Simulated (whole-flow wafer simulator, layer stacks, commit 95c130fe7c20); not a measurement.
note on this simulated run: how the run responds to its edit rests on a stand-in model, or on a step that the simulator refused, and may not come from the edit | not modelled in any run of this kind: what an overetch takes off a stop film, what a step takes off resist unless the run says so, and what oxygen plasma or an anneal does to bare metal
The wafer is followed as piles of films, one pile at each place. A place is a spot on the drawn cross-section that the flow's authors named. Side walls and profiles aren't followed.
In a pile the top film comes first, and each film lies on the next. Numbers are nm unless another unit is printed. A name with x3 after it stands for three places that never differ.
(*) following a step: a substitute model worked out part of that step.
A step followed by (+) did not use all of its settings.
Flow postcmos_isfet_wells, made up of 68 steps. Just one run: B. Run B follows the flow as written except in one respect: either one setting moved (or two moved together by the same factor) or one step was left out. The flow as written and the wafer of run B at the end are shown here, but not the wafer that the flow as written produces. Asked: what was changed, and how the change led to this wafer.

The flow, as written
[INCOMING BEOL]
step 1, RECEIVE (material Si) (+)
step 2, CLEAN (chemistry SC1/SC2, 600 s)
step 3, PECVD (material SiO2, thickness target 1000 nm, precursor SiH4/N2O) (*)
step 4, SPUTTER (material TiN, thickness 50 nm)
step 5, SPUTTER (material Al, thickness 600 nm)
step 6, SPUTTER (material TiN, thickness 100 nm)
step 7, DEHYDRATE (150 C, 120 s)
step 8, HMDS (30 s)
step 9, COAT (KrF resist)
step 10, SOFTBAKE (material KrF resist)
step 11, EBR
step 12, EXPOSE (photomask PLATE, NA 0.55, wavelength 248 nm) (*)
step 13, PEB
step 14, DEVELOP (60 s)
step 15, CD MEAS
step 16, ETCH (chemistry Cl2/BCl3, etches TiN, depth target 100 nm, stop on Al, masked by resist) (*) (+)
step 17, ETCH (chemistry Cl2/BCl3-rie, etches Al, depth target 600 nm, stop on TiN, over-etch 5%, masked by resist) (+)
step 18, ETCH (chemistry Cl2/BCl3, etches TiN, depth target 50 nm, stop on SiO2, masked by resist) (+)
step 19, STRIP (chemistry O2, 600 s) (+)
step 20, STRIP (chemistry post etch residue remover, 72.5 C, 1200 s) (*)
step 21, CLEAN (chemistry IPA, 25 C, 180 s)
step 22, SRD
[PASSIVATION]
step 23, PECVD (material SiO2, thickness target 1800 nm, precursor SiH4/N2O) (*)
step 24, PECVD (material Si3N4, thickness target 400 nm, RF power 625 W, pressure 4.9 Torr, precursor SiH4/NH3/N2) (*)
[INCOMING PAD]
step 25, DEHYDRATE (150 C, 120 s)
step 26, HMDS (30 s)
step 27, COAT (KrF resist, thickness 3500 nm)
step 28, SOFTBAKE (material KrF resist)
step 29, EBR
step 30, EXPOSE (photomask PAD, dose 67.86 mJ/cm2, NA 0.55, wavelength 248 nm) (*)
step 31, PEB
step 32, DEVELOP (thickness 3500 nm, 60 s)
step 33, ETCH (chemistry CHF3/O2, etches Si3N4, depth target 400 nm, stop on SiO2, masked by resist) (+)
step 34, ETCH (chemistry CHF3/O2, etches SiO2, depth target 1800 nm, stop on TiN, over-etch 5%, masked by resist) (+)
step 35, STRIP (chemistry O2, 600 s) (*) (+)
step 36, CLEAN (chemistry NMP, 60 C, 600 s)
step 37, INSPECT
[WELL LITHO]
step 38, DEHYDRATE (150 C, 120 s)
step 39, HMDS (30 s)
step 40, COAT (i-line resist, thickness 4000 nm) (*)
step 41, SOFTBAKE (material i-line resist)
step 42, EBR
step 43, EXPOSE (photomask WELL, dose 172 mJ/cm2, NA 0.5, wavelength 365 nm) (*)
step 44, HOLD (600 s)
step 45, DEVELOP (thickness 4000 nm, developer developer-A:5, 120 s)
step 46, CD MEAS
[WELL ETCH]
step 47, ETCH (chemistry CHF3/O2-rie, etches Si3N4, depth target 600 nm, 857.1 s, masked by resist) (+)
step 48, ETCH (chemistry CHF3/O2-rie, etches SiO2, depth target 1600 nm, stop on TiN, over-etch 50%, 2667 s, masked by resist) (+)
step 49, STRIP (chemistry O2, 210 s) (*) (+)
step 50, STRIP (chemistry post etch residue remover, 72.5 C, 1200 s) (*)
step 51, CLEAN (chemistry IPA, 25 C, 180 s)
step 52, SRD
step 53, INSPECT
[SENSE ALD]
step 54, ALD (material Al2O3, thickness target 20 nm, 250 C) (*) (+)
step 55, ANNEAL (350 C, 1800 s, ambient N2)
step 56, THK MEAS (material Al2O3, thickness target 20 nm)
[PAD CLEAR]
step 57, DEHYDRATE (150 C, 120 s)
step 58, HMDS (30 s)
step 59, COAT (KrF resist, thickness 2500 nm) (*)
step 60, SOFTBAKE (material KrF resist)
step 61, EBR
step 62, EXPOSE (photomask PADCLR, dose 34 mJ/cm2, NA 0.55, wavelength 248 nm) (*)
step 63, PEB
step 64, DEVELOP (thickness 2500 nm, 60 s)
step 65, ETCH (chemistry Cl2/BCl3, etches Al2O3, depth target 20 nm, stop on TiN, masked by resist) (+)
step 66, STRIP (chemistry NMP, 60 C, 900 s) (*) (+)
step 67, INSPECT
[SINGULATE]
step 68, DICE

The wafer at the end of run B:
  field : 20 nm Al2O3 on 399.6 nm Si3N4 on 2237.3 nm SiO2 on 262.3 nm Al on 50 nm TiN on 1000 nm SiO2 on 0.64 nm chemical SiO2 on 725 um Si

What caused this: step 17, ETCH: depth target 282 nm was run, whereas the flow has depth target 600 nm.

Step by step, how the change led to this:
  step 17, ETCH (chemistry Cl2/BCl3-rie, etches Al, depth target 600 nm, stop on TiN, over-etch 5%, masked by resist) (+)
      field: Al loses 282 (it would be, as written: Al loses 600 (all of it))
      margin, well900, well1300 x3, pad_rim, pad_clr, pad_open: KrF resist loses 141 (it would be, as written: KrF resist loses 300)
  step 18, ETCH (chemistry Cl2/BCl3, etches TiN, depth target 50 nm, stop on SiO2, masked by resist) (+)
      field: Al loses 50 (it would be, as written: TiN loses 50 (all of it))
  step 19, STRIP (chemistry O2, 600 s) (+)
      margin, well900, well1300 x3, pad_rim, pad_clr, pad_open: KrF resist loses 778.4 (all of it) (it would be, as written: KrF resist loses 619.4 (all of it))
  step 20, STRIP (chemistry post etch residue remover, 72.5 C, 1200 s) (*)
      field: Al loses 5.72 (it would be, as written: nothing)
  step 23, PECVD (material SiO2, thickness target 1800 nm, precursor SiH4/N2O) (*)
      field: SiO2 gains 2237.3 (new film) (it would be, as written: SiO2 gains 1800 (new film), void gains 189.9 (new film), SiO2 gains 559.7)
With metal films that touch counted as one body, field has 1 body; the flow as written gives 0 bodies.
